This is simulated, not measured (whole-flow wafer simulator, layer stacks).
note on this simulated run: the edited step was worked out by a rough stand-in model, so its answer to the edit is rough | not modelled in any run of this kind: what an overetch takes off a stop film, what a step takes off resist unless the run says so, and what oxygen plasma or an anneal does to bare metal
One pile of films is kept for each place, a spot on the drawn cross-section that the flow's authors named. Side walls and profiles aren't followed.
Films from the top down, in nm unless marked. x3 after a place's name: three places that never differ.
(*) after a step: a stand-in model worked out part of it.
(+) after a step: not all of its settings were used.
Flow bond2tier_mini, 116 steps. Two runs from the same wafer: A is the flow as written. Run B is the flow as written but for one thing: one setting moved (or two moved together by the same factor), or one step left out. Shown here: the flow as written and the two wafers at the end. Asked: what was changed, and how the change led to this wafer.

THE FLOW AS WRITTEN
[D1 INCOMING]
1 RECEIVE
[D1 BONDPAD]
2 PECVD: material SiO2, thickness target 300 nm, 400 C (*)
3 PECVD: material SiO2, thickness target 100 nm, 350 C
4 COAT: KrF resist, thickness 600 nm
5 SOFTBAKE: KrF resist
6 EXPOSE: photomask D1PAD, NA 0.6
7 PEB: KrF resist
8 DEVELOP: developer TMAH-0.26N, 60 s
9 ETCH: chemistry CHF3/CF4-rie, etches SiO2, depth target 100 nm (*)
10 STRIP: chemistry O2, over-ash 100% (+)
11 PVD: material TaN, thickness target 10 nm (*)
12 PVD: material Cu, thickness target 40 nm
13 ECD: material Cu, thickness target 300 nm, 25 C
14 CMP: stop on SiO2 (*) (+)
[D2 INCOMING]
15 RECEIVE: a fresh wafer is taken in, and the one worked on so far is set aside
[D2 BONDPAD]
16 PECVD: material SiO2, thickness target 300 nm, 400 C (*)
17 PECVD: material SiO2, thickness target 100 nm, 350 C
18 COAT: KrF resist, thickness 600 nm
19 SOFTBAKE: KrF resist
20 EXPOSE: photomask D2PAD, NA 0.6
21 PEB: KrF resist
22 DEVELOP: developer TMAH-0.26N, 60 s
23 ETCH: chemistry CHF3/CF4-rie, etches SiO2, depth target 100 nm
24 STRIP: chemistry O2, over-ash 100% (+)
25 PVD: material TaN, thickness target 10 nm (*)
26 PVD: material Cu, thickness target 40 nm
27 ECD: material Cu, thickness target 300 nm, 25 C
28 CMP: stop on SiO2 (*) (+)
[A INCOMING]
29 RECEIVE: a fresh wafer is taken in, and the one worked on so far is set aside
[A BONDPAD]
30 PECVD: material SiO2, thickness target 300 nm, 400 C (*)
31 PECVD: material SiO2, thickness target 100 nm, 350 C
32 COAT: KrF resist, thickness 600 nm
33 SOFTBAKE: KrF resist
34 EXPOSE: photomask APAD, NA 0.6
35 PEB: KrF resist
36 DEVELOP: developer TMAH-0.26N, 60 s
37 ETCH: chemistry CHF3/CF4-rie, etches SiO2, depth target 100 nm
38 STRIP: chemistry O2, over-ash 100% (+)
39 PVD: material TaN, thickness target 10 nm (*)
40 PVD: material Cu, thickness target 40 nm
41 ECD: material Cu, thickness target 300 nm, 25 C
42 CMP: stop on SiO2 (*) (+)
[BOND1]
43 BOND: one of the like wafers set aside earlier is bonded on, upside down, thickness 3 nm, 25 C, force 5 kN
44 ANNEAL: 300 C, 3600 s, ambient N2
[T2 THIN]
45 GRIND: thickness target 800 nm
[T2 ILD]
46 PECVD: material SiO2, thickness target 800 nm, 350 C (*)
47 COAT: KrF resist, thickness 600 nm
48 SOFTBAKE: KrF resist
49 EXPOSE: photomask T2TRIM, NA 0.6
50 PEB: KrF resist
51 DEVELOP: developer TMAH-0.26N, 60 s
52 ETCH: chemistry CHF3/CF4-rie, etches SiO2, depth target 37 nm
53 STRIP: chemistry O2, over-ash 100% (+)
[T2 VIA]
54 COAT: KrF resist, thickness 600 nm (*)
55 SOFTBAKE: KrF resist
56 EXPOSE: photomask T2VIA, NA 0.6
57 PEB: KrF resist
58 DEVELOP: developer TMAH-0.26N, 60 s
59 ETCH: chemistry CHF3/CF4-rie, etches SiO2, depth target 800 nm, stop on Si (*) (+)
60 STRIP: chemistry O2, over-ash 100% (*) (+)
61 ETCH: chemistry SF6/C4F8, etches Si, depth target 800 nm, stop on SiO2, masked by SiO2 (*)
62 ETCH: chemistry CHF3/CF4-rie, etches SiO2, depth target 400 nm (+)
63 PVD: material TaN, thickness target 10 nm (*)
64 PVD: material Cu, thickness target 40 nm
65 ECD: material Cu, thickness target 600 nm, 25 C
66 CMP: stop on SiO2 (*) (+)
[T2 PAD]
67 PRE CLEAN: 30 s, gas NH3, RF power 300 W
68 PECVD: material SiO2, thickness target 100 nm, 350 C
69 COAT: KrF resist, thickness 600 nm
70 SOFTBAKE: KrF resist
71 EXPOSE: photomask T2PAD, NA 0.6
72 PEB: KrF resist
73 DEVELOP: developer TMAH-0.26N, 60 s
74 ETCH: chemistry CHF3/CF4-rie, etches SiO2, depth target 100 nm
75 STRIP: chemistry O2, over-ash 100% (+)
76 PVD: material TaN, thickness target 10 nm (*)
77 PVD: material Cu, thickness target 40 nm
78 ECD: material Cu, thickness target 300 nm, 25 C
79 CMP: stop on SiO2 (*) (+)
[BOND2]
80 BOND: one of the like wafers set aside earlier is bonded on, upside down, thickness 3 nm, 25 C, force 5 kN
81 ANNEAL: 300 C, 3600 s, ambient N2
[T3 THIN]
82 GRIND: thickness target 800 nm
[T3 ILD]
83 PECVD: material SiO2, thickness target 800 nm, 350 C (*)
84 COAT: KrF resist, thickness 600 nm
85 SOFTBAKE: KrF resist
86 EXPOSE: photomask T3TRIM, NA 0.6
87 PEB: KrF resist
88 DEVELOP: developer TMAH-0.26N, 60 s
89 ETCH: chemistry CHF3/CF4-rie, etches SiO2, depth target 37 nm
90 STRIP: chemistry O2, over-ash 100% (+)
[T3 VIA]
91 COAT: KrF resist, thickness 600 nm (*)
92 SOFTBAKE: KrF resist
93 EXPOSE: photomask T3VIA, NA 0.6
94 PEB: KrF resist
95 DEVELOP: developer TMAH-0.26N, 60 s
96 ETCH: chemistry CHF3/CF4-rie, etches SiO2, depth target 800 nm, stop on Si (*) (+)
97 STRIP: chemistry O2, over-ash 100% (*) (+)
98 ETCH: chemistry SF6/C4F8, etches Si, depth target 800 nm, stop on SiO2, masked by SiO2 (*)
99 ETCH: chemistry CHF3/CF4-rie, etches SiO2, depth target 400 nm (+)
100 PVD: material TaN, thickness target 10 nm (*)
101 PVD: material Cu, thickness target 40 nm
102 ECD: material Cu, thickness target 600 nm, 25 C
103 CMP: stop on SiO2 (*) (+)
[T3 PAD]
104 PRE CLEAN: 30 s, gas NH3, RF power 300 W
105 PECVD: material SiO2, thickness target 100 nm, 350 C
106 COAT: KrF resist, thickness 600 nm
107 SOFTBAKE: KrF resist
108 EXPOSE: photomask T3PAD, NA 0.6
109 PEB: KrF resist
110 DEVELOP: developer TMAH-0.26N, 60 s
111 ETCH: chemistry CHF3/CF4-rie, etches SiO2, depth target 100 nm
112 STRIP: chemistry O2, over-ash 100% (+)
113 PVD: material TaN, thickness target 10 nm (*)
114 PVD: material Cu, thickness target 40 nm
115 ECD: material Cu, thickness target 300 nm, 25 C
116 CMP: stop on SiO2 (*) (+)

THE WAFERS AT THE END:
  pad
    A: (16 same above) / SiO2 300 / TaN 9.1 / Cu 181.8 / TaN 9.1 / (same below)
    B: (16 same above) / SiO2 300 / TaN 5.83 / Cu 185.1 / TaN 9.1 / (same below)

The cause: step 11, PVD: thickness target 6.4 nm was run, where the flow has thickness target 10 nm.

How the change led to this, step by step:
  11 PVD: material TaN, thickness target 10 nm (*)
      field: A TaN +10 (new film) | B TaN +6.4 (new film)
      pad: A TaN +9.1 (new film) | B TaN +5.83 (new film)
      (and at 1 more place)
  14 CMP: stop on SiO2 (*) (+)
      field: A Cu -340 (all of it), TaN -10 (all of it) | B Cu -340 (all of it), TaN -6.4 (all of it)
  43 BOND: one of the like wafers set aside earlier is bonded on, upside down, thickness 3 nm, 25 C, force 5 kN
      pad: A Si +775 um (new film), chemical SiO2 +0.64 (new film), SiO2 +300 (new film), TaN +9.1 (new film), Cu +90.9 | B Si +775 um (new film), chemical SiO2 +0.64 (new film), SiO2 +300 (new film), TaN +5.83 (new film), Cu +94.2
      via: A Si +775 um (new film), chemical SiO2 +0.64 (new film), SiO2 +300 (new film), TaN +9.97 (new film), Cu +90 | B Si +775 um (new film), chemical SiO2 +0.64 (new film), SiO2 +300 (new film), TaN +6.38 (new film), Cu +93.6
